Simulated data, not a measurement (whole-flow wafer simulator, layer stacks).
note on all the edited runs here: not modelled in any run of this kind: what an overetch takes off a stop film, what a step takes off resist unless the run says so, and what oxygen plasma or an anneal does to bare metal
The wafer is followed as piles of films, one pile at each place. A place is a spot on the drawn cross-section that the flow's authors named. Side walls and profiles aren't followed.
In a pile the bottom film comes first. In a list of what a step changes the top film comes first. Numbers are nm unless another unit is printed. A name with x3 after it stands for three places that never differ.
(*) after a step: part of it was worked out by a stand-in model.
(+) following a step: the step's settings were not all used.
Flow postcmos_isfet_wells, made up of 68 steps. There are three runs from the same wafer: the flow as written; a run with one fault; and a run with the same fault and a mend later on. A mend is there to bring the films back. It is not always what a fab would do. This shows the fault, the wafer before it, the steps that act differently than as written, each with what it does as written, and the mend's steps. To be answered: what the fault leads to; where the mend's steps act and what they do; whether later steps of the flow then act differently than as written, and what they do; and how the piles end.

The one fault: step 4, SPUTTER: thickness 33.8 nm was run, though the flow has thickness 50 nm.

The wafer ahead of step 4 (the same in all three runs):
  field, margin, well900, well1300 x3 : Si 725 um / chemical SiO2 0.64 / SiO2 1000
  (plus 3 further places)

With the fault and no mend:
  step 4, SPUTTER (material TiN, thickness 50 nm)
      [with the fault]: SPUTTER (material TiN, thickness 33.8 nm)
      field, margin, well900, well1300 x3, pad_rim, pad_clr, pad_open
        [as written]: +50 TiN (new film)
        [with the fault]: +33.8 TiN (new film)
  Steps later in the flow that act otherwise than as written:
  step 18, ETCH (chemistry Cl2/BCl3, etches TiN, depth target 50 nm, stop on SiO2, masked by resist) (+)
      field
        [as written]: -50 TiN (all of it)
        [with the fault]: -33.8 TiN (all of it)
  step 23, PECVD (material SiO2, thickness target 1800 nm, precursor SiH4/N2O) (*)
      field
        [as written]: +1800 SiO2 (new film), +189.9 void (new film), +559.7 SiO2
        [with the fault]: +1800 SiO2 (new film), +177.7 void (new film), +555.7 SiO2
  At field, margin, well900, well1300 x3, pad_rim, pad_clr, pad_open, the piles at the end differ from the flow's by more than 2% or 0.5 nm, whichever is larger.
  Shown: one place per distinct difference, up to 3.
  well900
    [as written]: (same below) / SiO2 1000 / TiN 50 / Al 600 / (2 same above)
    [with the fault]: (same below) / SiO2 1000 / TiN 33.8 / Al 600 / (2 same above)
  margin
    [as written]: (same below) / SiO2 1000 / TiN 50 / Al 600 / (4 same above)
    [with the fault]: (same below) / SiO2 1000 / TiN 33.8 / Al 600 / (4 same above)
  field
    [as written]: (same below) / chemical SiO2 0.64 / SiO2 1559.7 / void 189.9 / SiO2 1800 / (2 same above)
    [with the fault]: (same below) / chemical SiO2 0.64 / SiO2 1555.7 / void 177.7 / SiO2 1800 / (2 same above)

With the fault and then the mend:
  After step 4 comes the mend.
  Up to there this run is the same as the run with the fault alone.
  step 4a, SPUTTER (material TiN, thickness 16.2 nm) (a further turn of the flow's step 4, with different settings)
      field, margin, well900, well1300 x3, pad_rim, pad_clr, pad_open
        +16.2 TiN
  Later steps of the flow that are run all act as written at every place that is followed.
  By the end, the piles equal the flow's at every place that both follow.
